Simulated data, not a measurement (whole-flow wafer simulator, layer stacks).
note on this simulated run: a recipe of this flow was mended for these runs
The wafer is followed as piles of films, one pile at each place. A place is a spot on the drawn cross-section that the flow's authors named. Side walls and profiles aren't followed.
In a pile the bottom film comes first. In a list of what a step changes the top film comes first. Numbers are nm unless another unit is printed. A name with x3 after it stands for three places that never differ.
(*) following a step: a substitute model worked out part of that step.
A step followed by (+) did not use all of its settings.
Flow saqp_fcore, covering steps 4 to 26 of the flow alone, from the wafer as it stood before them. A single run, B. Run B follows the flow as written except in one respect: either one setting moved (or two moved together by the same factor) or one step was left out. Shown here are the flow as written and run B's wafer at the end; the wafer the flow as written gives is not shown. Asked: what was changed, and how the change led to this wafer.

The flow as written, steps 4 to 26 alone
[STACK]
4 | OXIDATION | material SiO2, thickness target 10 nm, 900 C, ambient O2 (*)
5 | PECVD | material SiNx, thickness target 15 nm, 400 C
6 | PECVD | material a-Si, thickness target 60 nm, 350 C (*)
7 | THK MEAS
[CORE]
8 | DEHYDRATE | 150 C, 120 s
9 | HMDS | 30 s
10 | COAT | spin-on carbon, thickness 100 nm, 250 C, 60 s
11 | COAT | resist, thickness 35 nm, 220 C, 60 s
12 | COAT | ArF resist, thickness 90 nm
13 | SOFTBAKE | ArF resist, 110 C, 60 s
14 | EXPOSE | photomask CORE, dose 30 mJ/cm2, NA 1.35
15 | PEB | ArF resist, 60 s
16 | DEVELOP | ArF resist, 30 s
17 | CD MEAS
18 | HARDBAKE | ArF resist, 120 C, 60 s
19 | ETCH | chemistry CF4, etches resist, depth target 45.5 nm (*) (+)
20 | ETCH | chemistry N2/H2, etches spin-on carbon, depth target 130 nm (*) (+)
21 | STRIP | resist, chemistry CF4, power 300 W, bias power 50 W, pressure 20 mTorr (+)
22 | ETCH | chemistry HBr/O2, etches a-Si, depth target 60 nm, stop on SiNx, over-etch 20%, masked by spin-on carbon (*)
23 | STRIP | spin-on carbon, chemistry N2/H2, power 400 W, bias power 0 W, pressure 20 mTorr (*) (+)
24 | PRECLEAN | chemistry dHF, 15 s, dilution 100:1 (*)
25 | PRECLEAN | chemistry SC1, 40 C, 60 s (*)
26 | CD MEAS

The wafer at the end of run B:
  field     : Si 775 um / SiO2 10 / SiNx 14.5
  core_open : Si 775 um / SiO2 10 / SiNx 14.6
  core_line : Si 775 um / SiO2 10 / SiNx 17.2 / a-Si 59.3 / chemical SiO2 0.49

The reason: step 5, PECVD: thickness target 17.2 nm was run, while the flow as written has thickness target 15 nm.
One can read it off the wafer: core_line has SiNx 17.2, and step 5 as written asks for 15 nm.

The path from the change to this, step by step:
  5 | PECVD | material SiNx, thickness target 15 nm, 400 C
      field, core_open, core_line: +17.2 SiNx (new film) (as written it would have been: +15 SiNx (new film))
